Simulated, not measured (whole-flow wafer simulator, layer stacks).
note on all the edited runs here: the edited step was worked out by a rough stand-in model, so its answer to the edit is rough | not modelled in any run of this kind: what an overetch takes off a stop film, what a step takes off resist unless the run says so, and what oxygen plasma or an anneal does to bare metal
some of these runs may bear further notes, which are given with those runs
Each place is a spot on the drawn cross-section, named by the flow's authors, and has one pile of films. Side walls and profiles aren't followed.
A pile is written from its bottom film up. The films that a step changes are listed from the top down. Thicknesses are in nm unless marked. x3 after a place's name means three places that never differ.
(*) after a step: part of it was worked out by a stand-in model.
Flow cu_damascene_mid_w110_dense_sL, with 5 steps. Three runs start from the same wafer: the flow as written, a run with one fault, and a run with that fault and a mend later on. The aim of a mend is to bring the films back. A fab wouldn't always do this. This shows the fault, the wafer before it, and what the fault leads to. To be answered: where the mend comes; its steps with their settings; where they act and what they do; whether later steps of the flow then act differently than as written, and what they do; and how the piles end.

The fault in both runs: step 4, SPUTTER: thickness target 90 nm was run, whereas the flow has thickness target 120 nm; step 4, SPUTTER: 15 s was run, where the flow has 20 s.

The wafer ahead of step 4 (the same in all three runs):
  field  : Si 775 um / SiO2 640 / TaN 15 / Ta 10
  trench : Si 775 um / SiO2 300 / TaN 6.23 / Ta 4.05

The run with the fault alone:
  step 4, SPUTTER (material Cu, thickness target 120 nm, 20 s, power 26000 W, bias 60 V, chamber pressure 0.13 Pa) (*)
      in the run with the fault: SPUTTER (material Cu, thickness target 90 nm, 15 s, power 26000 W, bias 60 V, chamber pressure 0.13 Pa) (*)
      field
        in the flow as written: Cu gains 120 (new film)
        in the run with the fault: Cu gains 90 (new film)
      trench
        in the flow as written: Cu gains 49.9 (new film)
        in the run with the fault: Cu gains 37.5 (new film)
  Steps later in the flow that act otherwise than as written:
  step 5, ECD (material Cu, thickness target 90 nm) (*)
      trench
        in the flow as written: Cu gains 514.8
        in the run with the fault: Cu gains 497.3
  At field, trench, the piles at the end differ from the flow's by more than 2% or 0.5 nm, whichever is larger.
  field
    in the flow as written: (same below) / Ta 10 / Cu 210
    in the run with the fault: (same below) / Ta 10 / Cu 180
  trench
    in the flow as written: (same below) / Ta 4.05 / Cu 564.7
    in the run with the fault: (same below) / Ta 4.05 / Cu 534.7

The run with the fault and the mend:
  After step 4 comes the mend.
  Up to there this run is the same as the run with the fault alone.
  step 4a, SPUTTER (material Cu, thickness target 30 nm, 5 s, power 26000 W, bias 60 V, chamber pressure 0.13 Pa) (*) (a further turn of the flow's step 4, with different settings)
      field
        Cu gains 30
      trench
        Cu gains 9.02
  None of the later steps of the flow differs from how it acts as written, at any place that is followed, by more than 2% or 0.5 nm, whichever is larger.
  By the end, the piles equal the flow's at every place that both follow.
